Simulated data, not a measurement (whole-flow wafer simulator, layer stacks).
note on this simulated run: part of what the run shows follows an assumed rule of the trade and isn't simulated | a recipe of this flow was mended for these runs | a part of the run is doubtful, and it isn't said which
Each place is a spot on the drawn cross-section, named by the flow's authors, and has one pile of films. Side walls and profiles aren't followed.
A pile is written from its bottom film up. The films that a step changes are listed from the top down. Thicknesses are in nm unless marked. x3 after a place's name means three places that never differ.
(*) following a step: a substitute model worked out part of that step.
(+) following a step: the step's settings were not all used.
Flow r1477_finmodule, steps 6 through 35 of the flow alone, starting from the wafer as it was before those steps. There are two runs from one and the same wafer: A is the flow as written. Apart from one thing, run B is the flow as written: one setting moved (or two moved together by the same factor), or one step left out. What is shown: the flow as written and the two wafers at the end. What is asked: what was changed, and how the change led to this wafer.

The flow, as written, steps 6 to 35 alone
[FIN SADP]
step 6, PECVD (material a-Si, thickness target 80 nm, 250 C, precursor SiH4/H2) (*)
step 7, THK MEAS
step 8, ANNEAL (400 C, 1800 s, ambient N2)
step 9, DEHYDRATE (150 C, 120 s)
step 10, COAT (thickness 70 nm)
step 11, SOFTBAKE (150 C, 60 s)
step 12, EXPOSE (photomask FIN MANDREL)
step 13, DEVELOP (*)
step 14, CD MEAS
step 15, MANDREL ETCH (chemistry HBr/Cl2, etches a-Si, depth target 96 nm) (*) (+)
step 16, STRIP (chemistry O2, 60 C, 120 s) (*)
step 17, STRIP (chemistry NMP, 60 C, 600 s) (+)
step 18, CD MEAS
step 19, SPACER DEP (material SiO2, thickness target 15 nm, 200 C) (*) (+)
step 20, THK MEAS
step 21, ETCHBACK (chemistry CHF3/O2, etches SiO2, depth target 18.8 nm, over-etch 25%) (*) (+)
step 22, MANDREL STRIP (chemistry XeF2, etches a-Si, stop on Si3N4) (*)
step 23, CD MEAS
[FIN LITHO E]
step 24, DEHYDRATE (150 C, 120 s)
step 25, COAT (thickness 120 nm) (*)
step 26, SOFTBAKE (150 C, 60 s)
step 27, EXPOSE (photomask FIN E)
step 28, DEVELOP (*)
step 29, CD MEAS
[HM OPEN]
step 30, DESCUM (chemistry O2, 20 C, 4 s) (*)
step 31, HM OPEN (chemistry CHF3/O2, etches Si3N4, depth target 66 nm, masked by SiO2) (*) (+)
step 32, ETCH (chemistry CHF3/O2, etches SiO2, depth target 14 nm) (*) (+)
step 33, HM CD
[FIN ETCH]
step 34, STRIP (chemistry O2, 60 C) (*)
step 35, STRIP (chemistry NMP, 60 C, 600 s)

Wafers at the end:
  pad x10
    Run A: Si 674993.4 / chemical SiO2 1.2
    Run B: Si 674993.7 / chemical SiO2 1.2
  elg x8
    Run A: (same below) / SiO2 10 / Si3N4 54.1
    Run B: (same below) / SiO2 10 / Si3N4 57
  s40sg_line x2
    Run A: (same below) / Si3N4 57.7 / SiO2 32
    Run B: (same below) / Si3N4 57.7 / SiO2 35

The reason: step 21, ETCHBACK: depth target 15.8 nm was run, while the flow as written has depth target 18.8 nm.

The path from the change to this, step by step:
  step 21, ETCHBACK (chemistry CHF3/O2, etches SiO2, depth target 18.8 nm, over-etch 25%) (*) (+)
      s40cg x2, s45cg x2, s50cg x2: A SiO2 loses 15 (all of it), chemical SiO2 loses 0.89 (all of it), a-Si loses 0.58 | B SiO2 loses 15 (all of it), chemical SiO2 loses 0.89 (all of it)
      pad x10, elg x8, s40sg x2, s45sg x2, s50sg x2: A SiO2 loses 15 (all of it), Si3N4 loses 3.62 | B SiO2 loses 15 (all of it), Si3N4 loses 0.72
  step 25, COAT (thickness 120 nm) (*)
      s50sg_line x2: A e-beam-resist gains 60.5 (new film) | B e-beam-resist gains 59.2 (new film)
  step 28, DEVELOP (*)
      s50sg_line x2: A e-beam-resist loses 60.5 (all of it) | B e-beam-resist loses 59.2 (all of it)
  step 31, HM OPEN (chemistry CHF3/O2, etches Si3N4, depth target 66 nm, masked by SiO2) (*) (+)
      pad x10, s40sg x2, s45sg x2, s50sg x2: A Si3N4 loses 54.1 (all of it), SiO2 loses 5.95 | B Si3N4 loses 57 (all of it), SiO2 loses 4.5
  step 32, ETCH (chemistry CHF3/O2, etches SiO2, depth target 14 nm) (*) (+)
      pad x10, s40sg x2, s45sg x2, s50sg x2: A SiO2 loses 4.05 (all of it), Si loses 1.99 | B SiO2 loses 5.5 (all of it), Si loses 1.7
